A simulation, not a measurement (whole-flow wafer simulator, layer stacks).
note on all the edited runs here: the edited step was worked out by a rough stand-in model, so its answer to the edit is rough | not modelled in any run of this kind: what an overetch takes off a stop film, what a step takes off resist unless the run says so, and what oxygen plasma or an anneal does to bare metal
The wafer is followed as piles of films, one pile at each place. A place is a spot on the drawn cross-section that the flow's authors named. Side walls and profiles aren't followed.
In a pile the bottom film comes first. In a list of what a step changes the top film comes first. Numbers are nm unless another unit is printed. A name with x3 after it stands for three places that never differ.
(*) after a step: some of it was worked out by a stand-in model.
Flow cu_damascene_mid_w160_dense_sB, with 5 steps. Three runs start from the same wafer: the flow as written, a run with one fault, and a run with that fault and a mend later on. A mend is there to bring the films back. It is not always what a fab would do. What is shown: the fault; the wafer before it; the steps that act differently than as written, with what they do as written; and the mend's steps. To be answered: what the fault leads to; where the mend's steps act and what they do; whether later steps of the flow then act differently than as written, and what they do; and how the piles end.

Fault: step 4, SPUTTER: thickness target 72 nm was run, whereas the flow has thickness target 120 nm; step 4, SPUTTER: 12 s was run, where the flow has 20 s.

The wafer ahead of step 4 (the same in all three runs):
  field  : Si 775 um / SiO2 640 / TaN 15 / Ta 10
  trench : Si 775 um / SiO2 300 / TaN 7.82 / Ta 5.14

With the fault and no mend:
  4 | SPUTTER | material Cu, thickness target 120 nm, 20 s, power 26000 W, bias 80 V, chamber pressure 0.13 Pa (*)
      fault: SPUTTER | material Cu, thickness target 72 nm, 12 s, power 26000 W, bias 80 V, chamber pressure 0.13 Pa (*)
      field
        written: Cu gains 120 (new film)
        fault: Cu gains 72 (new film)
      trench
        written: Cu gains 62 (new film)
        fault: Cu gains 37.2 (new film)
  Steps later in the flow that act otherwise than as written:
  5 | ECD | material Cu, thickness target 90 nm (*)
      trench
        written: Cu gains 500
        fault: Cu gains 476.8
  By the end, the piles at field, trench depart from the flow's by more than 2% or 0.5 nm, whichever is larger.
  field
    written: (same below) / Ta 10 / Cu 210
    fault: (same below) / Ta 10 / Cu 162
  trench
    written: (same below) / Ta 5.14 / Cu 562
    fault: (same below) / Ta 5.14 / Cu 514

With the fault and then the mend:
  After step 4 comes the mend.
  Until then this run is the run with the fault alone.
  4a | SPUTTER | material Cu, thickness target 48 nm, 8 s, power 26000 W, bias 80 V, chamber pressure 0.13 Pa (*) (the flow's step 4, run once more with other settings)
      field
        Cu gains 48
      trench
        Cu gains 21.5
  None of the later steps of the flow differs from how it acts as written, at any place that is followed, by more than 2% or 0.5 nm, whichever is larger.
  The piles end the same as the flow's at every place that both follow.
